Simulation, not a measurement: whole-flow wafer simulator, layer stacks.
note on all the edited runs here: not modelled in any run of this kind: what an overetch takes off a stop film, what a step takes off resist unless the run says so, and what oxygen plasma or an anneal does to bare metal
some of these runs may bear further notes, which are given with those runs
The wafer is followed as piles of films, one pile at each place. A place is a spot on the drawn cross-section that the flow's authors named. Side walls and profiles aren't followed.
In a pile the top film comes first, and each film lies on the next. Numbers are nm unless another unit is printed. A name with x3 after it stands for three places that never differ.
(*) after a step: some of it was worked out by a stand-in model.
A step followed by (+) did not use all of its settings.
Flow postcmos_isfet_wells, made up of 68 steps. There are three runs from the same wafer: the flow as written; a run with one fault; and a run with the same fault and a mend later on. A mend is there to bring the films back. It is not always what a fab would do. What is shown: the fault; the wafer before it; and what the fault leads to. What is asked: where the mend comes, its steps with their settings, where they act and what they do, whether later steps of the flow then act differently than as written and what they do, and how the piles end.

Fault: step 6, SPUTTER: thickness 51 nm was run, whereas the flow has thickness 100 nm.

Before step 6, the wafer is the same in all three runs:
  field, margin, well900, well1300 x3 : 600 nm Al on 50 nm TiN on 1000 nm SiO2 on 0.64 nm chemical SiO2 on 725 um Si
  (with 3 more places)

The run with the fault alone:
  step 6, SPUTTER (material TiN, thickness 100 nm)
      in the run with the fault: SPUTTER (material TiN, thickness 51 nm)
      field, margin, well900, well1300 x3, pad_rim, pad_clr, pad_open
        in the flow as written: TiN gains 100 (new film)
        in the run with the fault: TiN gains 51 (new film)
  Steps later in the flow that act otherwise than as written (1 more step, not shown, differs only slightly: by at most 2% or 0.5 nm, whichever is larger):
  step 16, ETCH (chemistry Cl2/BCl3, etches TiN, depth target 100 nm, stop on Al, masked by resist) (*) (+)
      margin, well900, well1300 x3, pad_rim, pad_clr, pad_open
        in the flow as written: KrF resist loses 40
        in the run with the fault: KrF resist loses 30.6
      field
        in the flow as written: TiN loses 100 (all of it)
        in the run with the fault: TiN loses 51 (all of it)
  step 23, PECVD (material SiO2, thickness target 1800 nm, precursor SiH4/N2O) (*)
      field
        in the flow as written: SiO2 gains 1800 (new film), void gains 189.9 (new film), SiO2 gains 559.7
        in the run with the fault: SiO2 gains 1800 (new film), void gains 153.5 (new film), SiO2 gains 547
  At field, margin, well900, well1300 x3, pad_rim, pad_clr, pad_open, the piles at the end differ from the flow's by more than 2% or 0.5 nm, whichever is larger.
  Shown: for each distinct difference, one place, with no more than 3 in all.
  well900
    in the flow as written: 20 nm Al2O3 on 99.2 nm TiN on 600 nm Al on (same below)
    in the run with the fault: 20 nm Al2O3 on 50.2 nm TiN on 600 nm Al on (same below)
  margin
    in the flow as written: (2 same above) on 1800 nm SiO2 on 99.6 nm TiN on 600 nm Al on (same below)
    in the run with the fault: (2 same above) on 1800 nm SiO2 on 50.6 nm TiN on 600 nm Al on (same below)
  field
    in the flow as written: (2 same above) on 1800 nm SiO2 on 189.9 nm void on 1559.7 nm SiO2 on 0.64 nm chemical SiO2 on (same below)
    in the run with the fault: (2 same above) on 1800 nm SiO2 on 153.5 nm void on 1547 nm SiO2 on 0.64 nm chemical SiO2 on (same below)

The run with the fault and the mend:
  The mend stands after step 15.
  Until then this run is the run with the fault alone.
  step 15a, STRIP (chemistry O2, 600 s) (+)
      margin, well900, well1300 x3, pad_rim, pad_clr, pad_open
        KrF resist loses 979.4 (all of it)
  step 15b, SPUTTER (material TiN, thickness 49 nm) (a further turn of the flow's step 6, with different settings)
      field, margin, well900, well1300 x3, pad_rim, pad_clr, pad_open
        TiN gains 49
  step 15c, HMDS (30 s) (a further turn of the flow's step 8)
      leaves every film unchanged at each place that is followed
  step 15d, COAT (KrF resist) (a further turn of the flow's step 9)
      field, margin, well900, well1300 x3, pad_rim, pad_clr, pad_open
        KrF resist gains 1000 (new film)
  step 15e, SOFTBAKE (material KrF resist) (a further turn of the flow's step 10)
      leaves every film unchanged at each place that is followed
  step 15f, EBR (a further turn of the flow's step 11)
      leaves every film unchanged at each place that is followed
  step 15g, EXPOSE (photomask PLATE, NA 0.55, wavelength 248 nm) (*) (a further turn of the flow's step 12)
      leaves every film unchanged at each place that is followed
  step 15h, PEB (a further turn of the flow's step 13)
      field, margin, well900, well1300 x3, pad_rim, pad_clr, pad_open
        KrF resist loses 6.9
  step 15i, DEVELOP (60 s) (a further turn of the flow's step 14)
      margin, well900, well1300 x3, pad_rim, pad_clr, pad_open
        KrF resist loses 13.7
      field
        KrF resist loses 993.1 (all of it)
  Later steps of the flow that are run all act as written at every place that is followed.
  The piles end the same as the flow's at every place that both follow.
